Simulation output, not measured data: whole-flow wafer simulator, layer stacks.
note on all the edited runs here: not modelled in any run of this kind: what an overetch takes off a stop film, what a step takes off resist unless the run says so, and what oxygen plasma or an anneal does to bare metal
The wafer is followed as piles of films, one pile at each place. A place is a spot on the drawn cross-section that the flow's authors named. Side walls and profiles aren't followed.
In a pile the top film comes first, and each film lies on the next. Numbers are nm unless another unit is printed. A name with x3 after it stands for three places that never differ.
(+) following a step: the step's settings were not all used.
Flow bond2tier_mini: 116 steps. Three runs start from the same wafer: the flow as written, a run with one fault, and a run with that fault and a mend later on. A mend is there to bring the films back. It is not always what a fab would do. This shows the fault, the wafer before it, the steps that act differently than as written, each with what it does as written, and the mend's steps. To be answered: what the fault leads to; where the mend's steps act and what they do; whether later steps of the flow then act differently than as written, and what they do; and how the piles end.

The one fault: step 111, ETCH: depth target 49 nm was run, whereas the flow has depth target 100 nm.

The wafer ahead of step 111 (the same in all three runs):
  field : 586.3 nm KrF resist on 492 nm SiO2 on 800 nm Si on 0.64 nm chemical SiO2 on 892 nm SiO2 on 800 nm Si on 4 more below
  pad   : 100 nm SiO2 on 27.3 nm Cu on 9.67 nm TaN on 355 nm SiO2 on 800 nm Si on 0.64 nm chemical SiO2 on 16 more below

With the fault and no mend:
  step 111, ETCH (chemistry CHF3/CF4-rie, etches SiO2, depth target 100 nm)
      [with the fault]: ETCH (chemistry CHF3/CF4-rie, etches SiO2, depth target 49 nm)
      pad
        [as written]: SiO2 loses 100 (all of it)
        [with the fault]: SiO2 loses 49
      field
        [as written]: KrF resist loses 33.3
        [with the fault]: KrF resist loses 16.3
  Steps further on in the flow that do not act as written (1 other step is not shown; it differs only slightly, by no more than 2% or 0.5 nm, whichever is larger):
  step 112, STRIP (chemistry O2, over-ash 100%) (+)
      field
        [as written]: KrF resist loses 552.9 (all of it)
        [with the fault]: KrF resist loses 569.9 (all of it)
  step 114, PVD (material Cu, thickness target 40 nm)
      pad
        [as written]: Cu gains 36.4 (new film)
        [with the fault]: Cu gains 38.2 (new film)
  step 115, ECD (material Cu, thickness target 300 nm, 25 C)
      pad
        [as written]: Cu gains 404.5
        [with the fault]: Cu gains 351.2
  By the end, the piles at pad depart from the flow's by more than 2% or 0.5 nm, whichever is larger.
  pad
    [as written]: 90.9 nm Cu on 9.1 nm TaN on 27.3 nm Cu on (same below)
    [with the fault]: 39.4 nm Cu on 9.56 nm TaN on 51 nm SiO2 on 27.3 nm Cu on (same below)

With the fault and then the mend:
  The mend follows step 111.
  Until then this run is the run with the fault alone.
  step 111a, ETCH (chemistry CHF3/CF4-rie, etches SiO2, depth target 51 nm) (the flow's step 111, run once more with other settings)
      field
        KrF resist loses 17
      pad
        SiO2 loses 51 (all of it)
  Every later step of the flow that is run acts as written at every place that is followed.
  By the end, the piles equal the flow's at every place that both follow.
